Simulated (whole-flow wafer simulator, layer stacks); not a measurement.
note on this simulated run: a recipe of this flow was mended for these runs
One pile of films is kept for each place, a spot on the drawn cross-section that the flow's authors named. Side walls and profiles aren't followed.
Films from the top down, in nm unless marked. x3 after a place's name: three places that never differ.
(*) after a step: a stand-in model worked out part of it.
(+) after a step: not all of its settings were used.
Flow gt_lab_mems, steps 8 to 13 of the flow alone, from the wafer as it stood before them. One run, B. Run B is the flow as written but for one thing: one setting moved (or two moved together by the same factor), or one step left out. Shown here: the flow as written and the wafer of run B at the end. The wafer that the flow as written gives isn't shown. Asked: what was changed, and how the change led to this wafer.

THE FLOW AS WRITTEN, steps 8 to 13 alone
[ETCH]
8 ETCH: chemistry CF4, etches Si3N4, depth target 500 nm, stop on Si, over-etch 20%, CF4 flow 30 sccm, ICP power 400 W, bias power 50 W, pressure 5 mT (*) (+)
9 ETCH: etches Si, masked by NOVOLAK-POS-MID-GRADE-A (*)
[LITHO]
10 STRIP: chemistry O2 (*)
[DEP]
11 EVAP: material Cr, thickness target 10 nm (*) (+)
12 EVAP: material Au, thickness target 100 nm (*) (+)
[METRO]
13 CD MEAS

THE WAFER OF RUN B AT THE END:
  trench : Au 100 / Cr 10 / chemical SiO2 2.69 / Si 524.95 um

The cause: step 9, ETCH: etches Si, masked by NOVOLAK-POS-MID-GRADE-A (*), was left out.

How the change led to this, step by step:
  10 STRIP: chemistry O2 (*)
      field: g/i-line-resist -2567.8 (all of it) (as written it would be: g/i-line-resist -1352 (all of it))
  11 EVAP: material Cr, thickness target 10 nm (*) (+)
      trench: Cr +10 (new film) (as written it would be: Cr +6.45 (new film))
  12 EVAP: material Au, thickness target 100 nm (*) (+)
      trench: Au +100 (new film) (as written it would be: Au +64.1 (new film))
